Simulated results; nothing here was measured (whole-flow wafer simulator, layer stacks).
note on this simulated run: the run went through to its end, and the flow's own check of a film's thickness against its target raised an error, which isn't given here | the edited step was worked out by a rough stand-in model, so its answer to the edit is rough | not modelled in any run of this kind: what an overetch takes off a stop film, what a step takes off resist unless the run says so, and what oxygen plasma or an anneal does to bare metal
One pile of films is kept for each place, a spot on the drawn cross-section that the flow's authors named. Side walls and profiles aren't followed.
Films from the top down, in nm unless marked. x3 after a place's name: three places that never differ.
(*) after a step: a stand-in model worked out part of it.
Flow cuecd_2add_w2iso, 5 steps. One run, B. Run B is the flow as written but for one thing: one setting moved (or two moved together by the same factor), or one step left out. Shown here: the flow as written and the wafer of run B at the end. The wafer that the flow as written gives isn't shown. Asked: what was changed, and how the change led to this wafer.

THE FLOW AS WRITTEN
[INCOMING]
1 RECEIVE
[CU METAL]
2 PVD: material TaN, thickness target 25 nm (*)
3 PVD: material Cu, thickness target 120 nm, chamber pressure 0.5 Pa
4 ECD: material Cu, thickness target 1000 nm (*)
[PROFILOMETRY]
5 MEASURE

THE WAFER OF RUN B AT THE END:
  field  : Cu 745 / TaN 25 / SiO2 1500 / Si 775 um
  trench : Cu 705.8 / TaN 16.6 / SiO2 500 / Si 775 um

The cause: step 4, ECD: thickness target 625 nm was run, where the flow has thickness target 1000 nm.

How the change led to this, step by step:
  4 ECD: material Cu, thickness target 1000 nm (*)
      field: Cu +625 (as written it would be: Cu +1000)
      trench: Cu +625 (as written it would be: Cu +2047.6)
